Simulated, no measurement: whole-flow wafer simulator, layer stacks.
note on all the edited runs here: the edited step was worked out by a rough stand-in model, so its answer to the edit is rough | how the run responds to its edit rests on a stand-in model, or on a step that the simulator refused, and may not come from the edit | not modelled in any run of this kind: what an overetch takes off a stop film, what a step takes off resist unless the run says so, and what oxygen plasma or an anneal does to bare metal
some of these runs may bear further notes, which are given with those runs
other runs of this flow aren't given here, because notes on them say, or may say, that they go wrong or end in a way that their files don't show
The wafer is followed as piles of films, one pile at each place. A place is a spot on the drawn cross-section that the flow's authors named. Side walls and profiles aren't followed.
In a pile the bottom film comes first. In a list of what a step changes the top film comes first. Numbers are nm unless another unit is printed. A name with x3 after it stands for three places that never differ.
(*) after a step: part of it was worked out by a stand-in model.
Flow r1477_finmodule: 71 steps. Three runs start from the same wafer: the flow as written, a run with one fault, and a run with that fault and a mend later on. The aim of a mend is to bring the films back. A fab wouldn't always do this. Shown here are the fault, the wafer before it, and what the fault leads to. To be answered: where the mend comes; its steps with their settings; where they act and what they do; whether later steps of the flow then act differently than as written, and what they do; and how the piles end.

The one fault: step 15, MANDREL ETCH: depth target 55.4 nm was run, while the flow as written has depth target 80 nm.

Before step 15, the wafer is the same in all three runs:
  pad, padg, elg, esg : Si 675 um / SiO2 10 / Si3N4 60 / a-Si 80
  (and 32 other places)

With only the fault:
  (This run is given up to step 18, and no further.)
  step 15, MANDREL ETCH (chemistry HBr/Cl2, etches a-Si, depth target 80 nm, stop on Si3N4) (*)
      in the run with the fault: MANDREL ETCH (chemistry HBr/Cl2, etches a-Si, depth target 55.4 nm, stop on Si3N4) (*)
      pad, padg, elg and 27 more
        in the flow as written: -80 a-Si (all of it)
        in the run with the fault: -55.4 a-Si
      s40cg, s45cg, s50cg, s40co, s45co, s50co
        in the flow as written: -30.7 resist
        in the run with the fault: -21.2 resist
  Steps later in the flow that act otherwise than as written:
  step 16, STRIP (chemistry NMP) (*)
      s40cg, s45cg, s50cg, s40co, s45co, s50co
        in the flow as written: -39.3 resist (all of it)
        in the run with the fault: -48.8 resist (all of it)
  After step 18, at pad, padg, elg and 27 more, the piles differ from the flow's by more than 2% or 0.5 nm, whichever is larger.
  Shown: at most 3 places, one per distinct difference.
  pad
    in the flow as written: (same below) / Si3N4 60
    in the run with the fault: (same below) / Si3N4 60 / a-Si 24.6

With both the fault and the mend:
  The mend stands after step 15.
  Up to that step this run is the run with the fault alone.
  step 15a, MANDREL ETCH (chemistry HBr/Cl2, etches a-Si, depth target 24.6 nm, stop on Si3N4) (*) (the flow's step 15, run once more with other settings)
      pad, padg, elg and 27 more
        -24.6 a-Si (all of it)
      s40cg, s45cg, s50cg, s40co, s45co, s50co
        -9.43 resist
  Later steps of the flow that are run all act as written at every place that is followed.
  At every place that both follow, the piles at the end match the flow's.
